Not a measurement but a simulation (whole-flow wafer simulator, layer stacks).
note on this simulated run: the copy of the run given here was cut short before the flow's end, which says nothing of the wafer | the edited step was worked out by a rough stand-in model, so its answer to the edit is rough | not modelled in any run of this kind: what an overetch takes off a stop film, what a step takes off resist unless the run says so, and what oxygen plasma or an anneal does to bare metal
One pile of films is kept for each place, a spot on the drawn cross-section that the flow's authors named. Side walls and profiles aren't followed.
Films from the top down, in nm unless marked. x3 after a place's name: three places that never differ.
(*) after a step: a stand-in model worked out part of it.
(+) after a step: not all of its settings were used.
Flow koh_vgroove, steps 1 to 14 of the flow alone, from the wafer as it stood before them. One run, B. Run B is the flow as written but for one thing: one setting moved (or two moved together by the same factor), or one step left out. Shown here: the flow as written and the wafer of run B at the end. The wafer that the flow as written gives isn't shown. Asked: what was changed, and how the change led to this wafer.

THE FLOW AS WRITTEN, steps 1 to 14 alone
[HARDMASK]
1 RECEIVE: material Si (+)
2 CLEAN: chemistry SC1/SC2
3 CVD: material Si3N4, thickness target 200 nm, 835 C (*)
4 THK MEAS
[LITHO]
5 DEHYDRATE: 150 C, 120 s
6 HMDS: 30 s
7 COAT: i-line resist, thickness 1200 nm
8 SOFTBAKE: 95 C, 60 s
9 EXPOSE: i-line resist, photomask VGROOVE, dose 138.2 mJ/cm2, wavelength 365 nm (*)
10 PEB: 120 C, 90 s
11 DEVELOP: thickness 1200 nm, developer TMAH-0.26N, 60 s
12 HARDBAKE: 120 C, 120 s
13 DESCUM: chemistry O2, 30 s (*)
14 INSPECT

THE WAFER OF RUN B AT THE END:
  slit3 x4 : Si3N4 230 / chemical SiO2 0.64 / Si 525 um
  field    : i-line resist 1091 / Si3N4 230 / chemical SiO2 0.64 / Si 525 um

The cause: step 3, CVD: thickness target 230 nm was run, where the flow has thickness target 200 nm.
It can be read off the wafer: slit3 x4 has Si3N4 230, and step 3 as written asks for 200 nm.

How the change led to this, step by step:
  3 CVD: material Si3N4, thickness target 200 nm, 835 C (*)
      field, slit3 x4: Si3N4 +230 (new film) (as written it would be: Si3N4 +200 (new film))
